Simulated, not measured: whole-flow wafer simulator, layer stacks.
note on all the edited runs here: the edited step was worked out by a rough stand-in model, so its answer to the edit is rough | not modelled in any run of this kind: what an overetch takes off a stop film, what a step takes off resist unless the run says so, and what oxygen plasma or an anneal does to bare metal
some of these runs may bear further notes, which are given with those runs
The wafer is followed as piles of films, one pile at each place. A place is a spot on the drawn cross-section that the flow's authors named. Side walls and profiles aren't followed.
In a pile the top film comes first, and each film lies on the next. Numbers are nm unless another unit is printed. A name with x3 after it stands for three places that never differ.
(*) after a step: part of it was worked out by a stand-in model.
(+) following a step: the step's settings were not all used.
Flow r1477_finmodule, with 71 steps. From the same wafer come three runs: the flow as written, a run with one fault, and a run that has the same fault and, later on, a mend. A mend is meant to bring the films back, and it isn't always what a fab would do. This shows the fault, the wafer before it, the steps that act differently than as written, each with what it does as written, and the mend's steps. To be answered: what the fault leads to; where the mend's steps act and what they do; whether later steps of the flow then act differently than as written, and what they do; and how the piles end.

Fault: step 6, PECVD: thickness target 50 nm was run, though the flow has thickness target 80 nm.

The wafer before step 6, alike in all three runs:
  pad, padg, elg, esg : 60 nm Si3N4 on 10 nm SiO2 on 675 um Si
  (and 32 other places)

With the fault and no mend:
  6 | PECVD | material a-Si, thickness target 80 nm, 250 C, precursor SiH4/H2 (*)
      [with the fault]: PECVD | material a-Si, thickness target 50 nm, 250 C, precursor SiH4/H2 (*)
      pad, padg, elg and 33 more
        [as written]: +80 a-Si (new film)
        [with the fault]: +50 a-Si (new film)
  Steps later in the flow that act otherwise than as written (1 more step, not shown, differs only slightly: by at most 2% or 0.5 nm, whichever is larger):
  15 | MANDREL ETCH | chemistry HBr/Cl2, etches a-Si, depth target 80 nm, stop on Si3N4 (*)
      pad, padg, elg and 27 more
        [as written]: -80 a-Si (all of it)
        [with the fault]: -50 a-Si (all of it)
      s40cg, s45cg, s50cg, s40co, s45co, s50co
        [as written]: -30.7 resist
        [with the fault]: -28.8 resist
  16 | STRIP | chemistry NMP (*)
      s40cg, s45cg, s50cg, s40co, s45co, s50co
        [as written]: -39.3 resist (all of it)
        [with the fault]: -41.2 resist (all of it)
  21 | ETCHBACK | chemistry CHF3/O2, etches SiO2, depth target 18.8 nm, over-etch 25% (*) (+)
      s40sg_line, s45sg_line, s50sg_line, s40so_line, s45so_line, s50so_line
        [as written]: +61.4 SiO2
        [with the fault]: +31.4 SiO2
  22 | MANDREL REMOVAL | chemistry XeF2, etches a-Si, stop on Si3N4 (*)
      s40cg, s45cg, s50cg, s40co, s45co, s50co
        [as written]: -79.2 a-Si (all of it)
        [with the fault]: -49.2 a-Si (all of it)
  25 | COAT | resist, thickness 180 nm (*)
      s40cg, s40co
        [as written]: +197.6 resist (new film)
        [with the fault]: +190.1 resist (new film)
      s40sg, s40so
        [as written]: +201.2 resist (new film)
        [with the fault]: +193.7 resist (new film)
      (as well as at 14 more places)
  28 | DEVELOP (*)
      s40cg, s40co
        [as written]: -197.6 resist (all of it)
        [with the fault]: -190.1 resist (all of it)
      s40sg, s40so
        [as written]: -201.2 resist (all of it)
        [with the fault]: -193.7 resist (all of it)
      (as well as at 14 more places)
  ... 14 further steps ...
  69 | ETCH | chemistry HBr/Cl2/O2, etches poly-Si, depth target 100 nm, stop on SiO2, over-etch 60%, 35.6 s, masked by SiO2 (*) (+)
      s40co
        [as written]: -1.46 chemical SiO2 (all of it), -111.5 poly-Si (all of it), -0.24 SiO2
        [with the fault]: -1.36 chemical SiO2 (all of it), -134.3 poly-Si (all of it), -0.13 SiO2
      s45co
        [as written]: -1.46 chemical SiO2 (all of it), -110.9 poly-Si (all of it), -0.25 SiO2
        [with the fault]: -1.36 chemical SiO2 (all of it), -134.3 poly-Si (all of it), -0.13 SiO2
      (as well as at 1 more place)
  At pad, padg, elg and 27 more, the piles at the end differ from the flow's by more than 2% or 0.5 nm, whichever is larger.
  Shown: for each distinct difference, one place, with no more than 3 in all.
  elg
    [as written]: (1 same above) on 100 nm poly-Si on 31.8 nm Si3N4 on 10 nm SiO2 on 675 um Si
    [with the fault]: (1 same above) on 100 nm poly-Si on 3 nm SiO2 on 674.99 um Si
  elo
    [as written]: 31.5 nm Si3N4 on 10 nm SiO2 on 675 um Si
    [with the fault]: 2.58 nm SiO2 on 674.99 um Si
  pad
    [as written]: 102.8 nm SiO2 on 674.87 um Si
    [with the fault]: 81.2 nm SiO2 on 674.87 um Si

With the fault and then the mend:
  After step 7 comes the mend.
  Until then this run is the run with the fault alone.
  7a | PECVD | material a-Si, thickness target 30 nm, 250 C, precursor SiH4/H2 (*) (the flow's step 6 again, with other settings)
      pad, padg, elg and 33 more
        +30 a-Si
  Every later step of the flow that is run acts as written at every place that is followed.
  The piles end the same as the flow's at every place that both follow.
